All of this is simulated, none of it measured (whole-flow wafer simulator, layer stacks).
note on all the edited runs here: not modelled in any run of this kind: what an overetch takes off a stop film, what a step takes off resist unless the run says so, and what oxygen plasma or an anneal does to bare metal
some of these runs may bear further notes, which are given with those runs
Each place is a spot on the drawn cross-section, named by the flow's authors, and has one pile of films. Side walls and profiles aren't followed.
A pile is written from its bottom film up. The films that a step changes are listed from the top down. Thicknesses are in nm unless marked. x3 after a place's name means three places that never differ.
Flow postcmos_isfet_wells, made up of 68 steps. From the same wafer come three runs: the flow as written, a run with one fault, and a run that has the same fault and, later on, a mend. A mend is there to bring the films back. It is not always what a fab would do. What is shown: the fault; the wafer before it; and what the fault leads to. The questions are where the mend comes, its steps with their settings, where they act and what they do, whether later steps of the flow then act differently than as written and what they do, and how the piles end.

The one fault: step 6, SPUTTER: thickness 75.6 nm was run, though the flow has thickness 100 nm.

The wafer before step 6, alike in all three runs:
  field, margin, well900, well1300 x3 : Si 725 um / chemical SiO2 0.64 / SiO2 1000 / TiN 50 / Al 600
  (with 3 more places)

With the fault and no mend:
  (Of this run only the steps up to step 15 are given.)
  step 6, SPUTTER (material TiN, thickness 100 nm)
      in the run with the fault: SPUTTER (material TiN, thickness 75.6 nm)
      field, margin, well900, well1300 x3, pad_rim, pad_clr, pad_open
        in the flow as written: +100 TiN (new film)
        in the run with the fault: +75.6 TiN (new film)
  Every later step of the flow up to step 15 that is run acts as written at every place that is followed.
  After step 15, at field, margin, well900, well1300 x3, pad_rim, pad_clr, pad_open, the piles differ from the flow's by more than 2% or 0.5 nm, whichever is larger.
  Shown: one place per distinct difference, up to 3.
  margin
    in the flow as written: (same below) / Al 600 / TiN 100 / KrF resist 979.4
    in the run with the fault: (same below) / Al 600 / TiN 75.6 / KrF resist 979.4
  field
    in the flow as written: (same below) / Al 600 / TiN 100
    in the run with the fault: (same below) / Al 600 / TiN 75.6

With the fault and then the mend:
  After step 6 comes the mend.
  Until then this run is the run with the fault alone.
  step 6a, ETCH (chemistry peroxide tin strip, depth target 86.94 nm)
      field, margin, well900, well1300 x3, pad_rim, pad_clr, pad_open
        -75.6 TiN (all of it)
  step 6b, SPUTTER (material TiN, thickness 100 nm) (the flow's step 6 again)
      field, margin, well900, well1300 x3, pad_rim, pad_clr, pad_open
        +100 TiN (new film)
  Every later step of the flow that is run acts as written at every place that is followed.
  By the end, the piles equal the flow's at every place that both follow.
